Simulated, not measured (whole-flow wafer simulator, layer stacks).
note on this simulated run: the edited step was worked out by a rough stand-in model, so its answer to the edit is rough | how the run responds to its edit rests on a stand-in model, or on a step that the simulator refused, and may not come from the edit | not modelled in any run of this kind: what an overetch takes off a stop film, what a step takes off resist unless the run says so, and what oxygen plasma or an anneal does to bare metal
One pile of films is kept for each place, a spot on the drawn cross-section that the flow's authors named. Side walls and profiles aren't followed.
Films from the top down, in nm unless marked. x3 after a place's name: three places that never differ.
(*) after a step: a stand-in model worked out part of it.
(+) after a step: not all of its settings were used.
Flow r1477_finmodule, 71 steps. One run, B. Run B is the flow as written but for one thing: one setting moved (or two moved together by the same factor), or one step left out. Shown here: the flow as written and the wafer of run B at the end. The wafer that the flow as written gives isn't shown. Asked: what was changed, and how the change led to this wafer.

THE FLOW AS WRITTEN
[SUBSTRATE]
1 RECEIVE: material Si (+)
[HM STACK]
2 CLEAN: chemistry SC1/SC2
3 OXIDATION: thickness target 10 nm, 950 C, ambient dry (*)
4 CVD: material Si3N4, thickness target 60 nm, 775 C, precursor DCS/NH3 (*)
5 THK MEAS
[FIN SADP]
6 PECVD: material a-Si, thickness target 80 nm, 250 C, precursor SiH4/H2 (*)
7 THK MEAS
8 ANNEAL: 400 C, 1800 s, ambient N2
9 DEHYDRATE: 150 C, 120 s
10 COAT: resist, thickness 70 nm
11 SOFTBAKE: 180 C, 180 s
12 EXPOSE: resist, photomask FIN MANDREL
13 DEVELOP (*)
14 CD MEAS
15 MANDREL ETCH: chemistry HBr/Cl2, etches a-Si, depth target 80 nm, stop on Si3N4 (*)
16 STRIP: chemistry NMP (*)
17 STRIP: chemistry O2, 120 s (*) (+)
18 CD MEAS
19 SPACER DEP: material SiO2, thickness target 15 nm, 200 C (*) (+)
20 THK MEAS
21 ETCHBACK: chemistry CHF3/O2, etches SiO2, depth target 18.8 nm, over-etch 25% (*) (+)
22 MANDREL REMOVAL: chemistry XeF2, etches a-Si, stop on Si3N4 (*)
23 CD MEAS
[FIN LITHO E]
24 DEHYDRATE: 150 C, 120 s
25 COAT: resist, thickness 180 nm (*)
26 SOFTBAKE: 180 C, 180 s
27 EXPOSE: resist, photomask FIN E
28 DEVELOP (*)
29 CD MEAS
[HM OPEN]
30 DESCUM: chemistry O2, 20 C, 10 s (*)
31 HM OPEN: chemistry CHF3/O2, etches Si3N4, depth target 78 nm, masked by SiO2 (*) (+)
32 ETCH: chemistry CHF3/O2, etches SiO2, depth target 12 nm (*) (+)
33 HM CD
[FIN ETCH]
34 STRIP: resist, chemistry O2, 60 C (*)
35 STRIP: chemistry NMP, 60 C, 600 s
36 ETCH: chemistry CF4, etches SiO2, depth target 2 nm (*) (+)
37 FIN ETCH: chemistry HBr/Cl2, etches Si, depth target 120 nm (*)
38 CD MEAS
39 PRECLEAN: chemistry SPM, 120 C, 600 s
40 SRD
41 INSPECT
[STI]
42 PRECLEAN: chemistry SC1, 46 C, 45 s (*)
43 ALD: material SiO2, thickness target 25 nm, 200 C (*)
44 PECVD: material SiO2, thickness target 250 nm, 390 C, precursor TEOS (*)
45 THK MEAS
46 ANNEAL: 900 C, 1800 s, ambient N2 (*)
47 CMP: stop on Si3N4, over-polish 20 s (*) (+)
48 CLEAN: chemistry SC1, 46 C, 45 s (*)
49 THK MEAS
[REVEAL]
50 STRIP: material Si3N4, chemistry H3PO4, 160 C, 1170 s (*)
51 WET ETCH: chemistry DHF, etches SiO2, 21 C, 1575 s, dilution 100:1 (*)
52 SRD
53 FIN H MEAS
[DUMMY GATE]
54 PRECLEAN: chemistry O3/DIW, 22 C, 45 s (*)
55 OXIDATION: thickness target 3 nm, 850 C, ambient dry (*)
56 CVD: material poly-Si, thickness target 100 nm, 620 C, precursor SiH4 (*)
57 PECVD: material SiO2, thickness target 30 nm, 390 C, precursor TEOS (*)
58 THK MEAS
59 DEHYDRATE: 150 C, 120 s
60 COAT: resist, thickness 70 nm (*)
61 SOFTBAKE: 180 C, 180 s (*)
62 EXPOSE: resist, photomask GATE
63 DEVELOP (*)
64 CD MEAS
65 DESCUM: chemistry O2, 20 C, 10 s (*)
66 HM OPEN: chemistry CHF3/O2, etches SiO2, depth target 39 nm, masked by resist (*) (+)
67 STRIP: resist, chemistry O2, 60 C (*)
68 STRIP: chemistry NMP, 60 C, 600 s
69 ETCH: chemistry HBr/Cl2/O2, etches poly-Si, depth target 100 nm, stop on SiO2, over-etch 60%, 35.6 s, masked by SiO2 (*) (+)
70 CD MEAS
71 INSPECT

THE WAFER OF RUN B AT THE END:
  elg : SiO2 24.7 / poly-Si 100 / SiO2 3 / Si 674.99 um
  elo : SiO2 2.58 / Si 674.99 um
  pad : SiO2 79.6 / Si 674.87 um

The cause: step 6, PECVD: thickness target 56.8 nm was run, where the flow has thickness target 80 nm.

How the change led to this, step by step:
  6 PECVD: material a-Si, thickness target 80 nm, 250 C, precursor SiH4/H2 (*)
      pad, padg, elg and 33 more: a-Si +56.8 (new film) (as written it would be: a-Si +80 (new film))
  15 MANDREL ETCH: chemistry HBr/Cl2, etches a-Si, depth target 80 nm, stop on Si3N4 (*)
      pad, padg, elg and 27 more: a-Si -56.8 (all of it) (as written it would be: a-Si -80 (all of it))
  21 ETCHBACK: chemistry CHF3/O2, etches SiO2, depth target 18.8 nm, over-etch 25% (*) (+)
      s40sg_line, s45sg_line, s50sg_line, s40so_line, s45so_line, s50so_line: SiO2 +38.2 (as written it would be: SiO2 +61.4)
  22 MANDREL REMOVAL: chemistry XeF2, etches a-Si, stop on Si3N4 (*)
      s40cg, s45cg, s50cg, s40co, s45co, s50co: a-Si -56 (all of it) (as written it would be: a-Si -79.2 (all of it))
  25 COAT: resist, thickness 180 nm (*)
      s40cg, s40co: resist +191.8 (new film) (as written it would be: resist +197.6 (new film))
      s40sg, s40so: resist +195.4 (new film) (as written it would be: resist +201.2 (new film))
      (and at 14 more places)
  28 DEVELOP (*)
      s40cg, s40co: resist -191.8 (all of it) (as written it would be: resist -197.6 (all of it))
      s40sg, s40so: resist -195.4 (all of it) (as written it would be: resist -201.2 (all of it))
      (and at 14 more places)
  36 ETCH: chemistry CF4, etches SiO2, depth target 2 nm (*) (+)
      s40sg_line, s45sg_line, s50sg_line, s40so_line, s45so_line, s50so_line: SiO2 -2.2 (all of it) (as written it would be: SiO2 -2)
  37 FIN ETCH: chemistry HBr/Cl2, etches Si, depth target 120 nm (*)
      s40sg_line, s45sg_line, s50sg_line, s40so_line, s45so_line, s50so_line: Si3N4 -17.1 (as written it would be: SiO2 -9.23)
  43 ALD: material SiO2, thickness target 25 nm, 200 C (*)
      s40sg_line, s45sg_line, s50sg_line, s40so_line, s45so_line, s50so_line: SiO2 +25 (new film) (as written it would be: SiO2 +25)
      s40cg, s45cg, s50cg, s40co, s45co, s50co: SiO2 +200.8 (new film) (as written it would be: SiO2 +232.1 (new film))
  47 CMP: stop on Si3N4, over-polish 20 s (*) (+)
      elg, e40lg, e100lg, e200lg, elo, e40lo, e100lo, e200lo: SiO2 -263.8 (all of it), Si3N4 -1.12 (as written it would be: SiO2 -241.6)
      pad, padg, e40sg and 11 more: SiO2 -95 (as written it would be: SiO2 -71.8)
      (and at 14 more places)
  50 STRIP: material Si3N4, chemistry H3PO4, 160 C, 1170 s (*)
      elg, e40lg, e100lg, e200lg, elo, e40lo, e100lo, e200lo: Si3N4 -35.6 (all of it), SiO2 -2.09 (as written it would be: SiO2 -4.28)
      s40sg_line, s45sg_line, s50sg_line, s40so_line, s45so_line, s50so_line: Si3N4 -35.6 (all of it), SiO2 -2.09 (as written it would be: Si3N4 -58.9 (all of it), SiO2 -1.37)
  51 WET ETCH: chemistry DHF, etches SiO2, 21 C, 1575 s, dilution 100:1 (*)
      elg, e40lg, e100lg, e200lg, elo, e40lo, e100lo, e200lo: SiO2 -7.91 (all of it) (as written it would be: SiO2 -17.8 (all of it), Si3N4 -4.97)
      s40sg_line, s45sg_line, s50sg_line, s40so_line, s45so_line, s50so_line: SiO2 -7.91 (all of it) (as written it would be: SiO2 -8.63 (all of it))
  54 PRECLEAN: chemistry O3/DIW, 22 C, 45 s (*)
      elg, e40lg, e100lg, e200lg, elo, e40lo, e100lo, e200lo: chemical SiO2 +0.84 (new film), Si -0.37 (as written it would be: nothing)
  55 OXIDATION: thickness target 3 nm, 850 C, ambient dry (*)
      elg, e40lg, e100lg, e200lg, elo, e40lo, e100lo, e200lo: SiO2 +3 (new film), chemical SiO2 -0.84 (all of it), Si -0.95 (as written it would be: nothing)
  56 CVD: material poly-Si, thickness target 100 nm, 620 C, precursor SiH4 (*)
      s40cg, s40co: poly-Si +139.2 (new film) (as written it would be: poly-Si +113.9 (new film))
      s45cg, s45co: poly-Si +139.2 (new film) (as written it would be: poly-Si +113.4 (new film))
      (and at 3 more places)
  60 COAT: resist, thickness 70 nm (*)
      e40sg, e40so: resist +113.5 (new film) (as written it would be: resist +129.5 (new film))
      e100sg, e100so: resist +113.4 (new film) (as written it would be: resist +129.4 (new film))
      (and at 15 more places)
  ... 2 more steps ...
  69 ETCH: chemistry HBr/Cl2/O2, etches poly-Si, depth target 100 nm, stop on SiO2, over-etch 60%, 35.6 s, masked by SiO2 (*) (+)
      s40co: chemical SiO2 -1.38 (all of it), poly-Si -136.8 (all of it), SiO2 -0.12 (as written it would be: chemical SiO2 -1.46 (all of it), poly-Si -111.5 (all of it), SiO2 -0.24)
      s45co: chemical SiO2 -1.38 (all of it), poly-Si -136.8 (all of it), SiO2 -0.12 (as written it would be: chemical SiO2 -1.46 (all of it), poly-Si -110.9 (all of it), SiO2 -0.25)
      (and at 1 more place)
